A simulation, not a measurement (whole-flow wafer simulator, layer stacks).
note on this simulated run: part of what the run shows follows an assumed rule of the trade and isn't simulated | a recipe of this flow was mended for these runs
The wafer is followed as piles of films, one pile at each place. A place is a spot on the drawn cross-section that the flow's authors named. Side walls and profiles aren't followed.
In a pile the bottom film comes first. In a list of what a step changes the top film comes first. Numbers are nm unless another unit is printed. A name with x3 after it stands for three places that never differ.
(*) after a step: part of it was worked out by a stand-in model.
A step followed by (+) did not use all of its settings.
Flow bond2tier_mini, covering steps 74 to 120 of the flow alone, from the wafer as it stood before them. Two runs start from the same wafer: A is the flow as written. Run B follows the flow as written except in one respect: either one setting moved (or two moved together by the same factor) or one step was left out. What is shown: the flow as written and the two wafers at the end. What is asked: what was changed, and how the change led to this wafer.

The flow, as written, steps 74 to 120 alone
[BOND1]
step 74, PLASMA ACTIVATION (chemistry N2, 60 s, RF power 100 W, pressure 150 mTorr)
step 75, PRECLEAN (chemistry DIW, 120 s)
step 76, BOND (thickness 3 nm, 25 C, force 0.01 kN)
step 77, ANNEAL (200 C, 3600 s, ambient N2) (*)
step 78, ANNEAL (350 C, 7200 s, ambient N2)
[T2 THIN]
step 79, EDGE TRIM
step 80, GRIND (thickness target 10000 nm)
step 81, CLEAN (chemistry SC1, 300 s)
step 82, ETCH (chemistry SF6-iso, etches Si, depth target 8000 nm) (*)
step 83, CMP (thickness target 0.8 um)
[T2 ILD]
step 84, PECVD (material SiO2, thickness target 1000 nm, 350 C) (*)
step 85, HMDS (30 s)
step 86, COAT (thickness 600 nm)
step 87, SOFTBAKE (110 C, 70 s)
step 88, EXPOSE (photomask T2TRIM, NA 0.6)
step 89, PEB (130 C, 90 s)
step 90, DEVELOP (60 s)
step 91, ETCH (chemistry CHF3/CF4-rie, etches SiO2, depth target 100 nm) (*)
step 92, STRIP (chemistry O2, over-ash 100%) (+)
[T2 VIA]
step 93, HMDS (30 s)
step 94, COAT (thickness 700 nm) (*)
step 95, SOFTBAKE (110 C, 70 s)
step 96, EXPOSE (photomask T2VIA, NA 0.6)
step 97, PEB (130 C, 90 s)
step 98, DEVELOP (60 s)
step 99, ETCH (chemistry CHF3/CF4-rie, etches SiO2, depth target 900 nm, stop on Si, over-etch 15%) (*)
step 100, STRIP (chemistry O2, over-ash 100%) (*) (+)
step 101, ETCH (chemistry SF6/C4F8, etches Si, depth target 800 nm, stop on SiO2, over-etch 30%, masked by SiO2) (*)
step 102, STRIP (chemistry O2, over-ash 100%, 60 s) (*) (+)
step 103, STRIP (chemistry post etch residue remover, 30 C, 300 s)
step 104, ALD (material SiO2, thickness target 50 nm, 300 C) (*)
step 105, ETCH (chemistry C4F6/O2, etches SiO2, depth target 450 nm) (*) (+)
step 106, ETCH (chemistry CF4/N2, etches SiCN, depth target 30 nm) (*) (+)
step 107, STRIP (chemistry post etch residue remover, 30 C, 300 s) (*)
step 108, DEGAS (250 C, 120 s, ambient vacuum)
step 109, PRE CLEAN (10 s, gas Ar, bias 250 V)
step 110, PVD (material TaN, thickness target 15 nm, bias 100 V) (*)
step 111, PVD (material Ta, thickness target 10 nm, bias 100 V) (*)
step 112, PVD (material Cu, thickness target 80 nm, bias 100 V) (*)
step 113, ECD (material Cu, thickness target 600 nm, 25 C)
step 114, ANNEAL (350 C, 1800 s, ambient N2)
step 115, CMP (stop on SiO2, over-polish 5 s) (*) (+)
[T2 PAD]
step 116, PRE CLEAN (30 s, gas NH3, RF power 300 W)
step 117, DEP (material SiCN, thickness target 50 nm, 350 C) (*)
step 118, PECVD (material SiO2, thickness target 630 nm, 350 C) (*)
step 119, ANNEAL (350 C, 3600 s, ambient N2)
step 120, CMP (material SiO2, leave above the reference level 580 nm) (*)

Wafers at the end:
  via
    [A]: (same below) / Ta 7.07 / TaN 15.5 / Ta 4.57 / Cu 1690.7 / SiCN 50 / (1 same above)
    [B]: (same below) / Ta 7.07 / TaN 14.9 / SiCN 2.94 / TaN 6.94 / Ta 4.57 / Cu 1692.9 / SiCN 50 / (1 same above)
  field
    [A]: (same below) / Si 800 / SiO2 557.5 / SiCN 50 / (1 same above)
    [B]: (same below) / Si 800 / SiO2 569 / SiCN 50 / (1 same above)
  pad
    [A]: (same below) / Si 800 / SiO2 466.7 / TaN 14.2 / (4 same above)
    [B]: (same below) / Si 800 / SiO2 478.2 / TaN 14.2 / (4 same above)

The reason: step 106, ETCH: depth target 12.8 nm was run, while the flow as written has depth target 30 nm.

How this came from the change, step by step:
  step 106, ETCH (chemistry CF4/N2, etches SiCN, depth target 30 nm) (*) (+)
      via: A SiCN loses 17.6 (all of it), TaN loses 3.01 | B SiCN loses 12.8
      field, pad: A SiO2 loses 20 | B SiO2 loses 8.53
  step 109, PRE CLEAN (10 s, gas Ar, bias 250 V)
      via: A TaN loses 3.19 | B SiCN loses 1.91
  step 110, PVD (material TaN, thickness target 15 nm, bias 100 V) (*)
      via: A TaN gains 6.94 | B TaN gains 6.94 (new film)
Taking metal films that touch as one body, via has 2 bodies (between them, from the top down: SiCN 2.94); the flow as written gives 1 body.
